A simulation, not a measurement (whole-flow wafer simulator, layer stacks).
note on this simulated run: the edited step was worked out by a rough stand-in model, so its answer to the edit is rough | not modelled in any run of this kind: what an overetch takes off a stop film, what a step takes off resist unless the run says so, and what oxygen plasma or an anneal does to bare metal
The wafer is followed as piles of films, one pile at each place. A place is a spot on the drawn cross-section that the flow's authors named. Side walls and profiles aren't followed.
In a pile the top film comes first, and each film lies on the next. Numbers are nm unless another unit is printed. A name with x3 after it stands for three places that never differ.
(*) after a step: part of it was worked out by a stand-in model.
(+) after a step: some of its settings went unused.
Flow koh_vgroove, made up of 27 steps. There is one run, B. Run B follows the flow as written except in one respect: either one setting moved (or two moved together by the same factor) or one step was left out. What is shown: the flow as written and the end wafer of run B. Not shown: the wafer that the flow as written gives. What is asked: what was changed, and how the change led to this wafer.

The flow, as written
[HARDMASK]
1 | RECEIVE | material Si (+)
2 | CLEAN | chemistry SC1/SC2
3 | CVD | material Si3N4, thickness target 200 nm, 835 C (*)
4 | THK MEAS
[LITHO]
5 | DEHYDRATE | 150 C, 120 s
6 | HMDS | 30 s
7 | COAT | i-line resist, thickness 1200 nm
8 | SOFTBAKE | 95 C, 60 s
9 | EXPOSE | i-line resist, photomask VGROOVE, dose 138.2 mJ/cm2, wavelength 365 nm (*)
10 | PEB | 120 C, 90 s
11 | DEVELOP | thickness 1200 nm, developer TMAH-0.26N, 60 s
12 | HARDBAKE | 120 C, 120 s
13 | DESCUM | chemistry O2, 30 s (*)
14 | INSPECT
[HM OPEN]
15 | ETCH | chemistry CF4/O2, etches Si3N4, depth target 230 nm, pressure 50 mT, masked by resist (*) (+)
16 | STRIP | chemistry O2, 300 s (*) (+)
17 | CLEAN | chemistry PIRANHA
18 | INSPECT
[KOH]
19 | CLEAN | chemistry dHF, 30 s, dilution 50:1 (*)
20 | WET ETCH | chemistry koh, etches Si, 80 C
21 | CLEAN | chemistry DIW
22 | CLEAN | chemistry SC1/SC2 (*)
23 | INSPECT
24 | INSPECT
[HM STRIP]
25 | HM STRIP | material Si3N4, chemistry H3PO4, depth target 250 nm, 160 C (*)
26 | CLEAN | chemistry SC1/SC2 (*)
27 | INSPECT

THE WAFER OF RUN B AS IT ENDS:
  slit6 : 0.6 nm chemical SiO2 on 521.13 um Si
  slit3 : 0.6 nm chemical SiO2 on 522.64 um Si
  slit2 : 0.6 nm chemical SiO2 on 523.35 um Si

The reason: step 15, ETCH: depth target 339 nm was run, while the flow as written has depth target 230 nm.

The path from the change to this, step by step:
  15 | ETCH | chemistry CF4/O2, etches Si3N4, depth target 230 nm, pressure 50 mT, masked by resist (*) (+)
      slit3, slit2, slit6, slit20: -200 Si3N4 (all of it), -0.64 chemical SiO2 (all of it), -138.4 Si (in the flow as written it would be: -200 Si3N4 (all of it), -0.64 chemical SiO2 (all of it), -29.4 Si)
      field: -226 i-line resist (in the flow as written it would be: -153.3 i-line resist)
  16 | STRIP | chemistry O2, 300 s (*) (+)
      field: -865 i-line resist (all of it) (in the flow as written it would be: -937.7 i-line resist (all of it))
